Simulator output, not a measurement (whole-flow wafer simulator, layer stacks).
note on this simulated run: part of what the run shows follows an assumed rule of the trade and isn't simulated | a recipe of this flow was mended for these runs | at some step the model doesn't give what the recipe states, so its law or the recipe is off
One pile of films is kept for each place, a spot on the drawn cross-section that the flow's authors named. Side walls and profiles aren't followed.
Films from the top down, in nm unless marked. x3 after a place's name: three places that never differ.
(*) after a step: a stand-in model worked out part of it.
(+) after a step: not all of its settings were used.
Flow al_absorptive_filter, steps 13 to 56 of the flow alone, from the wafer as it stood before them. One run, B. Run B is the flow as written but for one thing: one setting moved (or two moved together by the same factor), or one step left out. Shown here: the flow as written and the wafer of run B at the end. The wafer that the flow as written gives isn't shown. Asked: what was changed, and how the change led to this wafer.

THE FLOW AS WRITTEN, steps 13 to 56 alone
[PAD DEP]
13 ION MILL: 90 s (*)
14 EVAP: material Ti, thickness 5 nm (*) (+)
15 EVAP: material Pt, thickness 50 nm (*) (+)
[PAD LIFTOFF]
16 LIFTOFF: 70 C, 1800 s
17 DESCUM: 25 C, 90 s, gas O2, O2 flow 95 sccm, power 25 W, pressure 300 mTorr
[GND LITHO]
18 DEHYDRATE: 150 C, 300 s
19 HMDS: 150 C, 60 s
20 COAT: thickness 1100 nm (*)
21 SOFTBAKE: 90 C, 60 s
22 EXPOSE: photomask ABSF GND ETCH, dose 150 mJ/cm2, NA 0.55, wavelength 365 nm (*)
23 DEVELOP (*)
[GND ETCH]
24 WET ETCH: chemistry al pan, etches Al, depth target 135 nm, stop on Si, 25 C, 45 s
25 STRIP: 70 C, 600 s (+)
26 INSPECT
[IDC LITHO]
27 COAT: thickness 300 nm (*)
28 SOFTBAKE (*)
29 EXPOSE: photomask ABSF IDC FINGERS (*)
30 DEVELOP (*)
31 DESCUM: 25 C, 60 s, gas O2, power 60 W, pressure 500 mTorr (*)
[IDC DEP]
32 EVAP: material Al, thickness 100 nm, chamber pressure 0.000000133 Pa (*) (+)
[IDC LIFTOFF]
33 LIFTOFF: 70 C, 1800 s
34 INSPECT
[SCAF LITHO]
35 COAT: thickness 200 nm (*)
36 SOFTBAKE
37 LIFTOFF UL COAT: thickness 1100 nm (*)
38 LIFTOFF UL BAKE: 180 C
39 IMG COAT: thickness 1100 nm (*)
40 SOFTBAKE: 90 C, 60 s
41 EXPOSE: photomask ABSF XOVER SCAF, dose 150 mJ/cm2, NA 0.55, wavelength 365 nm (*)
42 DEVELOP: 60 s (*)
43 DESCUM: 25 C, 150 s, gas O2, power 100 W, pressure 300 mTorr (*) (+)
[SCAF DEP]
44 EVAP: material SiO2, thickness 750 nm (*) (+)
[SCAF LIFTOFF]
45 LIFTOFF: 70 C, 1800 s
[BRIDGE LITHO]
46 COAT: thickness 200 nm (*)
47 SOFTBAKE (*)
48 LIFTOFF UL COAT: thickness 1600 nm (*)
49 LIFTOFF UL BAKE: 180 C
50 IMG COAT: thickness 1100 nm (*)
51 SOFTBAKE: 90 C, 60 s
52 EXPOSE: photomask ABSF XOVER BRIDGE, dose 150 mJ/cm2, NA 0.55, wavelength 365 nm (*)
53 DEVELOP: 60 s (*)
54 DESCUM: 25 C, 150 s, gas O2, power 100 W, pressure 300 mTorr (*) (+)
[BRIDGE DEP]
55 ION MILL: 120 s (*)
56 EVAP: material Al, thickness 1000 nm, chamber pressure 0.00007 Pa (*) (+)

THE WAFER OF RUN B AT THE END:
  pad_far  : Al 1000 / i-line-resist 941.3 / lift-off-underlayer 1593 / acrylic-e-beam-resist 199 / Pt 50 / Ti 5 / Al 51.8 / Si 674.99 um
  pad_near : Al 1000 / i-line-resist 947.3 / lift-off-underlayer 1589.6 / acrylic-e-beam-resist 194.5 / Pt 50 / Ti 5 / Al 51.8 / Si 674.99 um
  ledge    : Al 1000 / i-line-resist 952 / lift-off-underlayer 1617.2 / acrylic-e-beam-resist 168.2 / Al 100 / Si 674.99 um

The cause: step 13, ION MILL: 104 s was run, where the flow has 90 s.

How the change led to this, step by step:
  13 ION MILL: 90 s (*)
      gnd, ledge, res and 9 more: i-line-resist -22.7 (as written it would be: i-line-resist -19.6)
      pad_far, pad_near: Al -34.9 (as written it would be: Al -30.2)
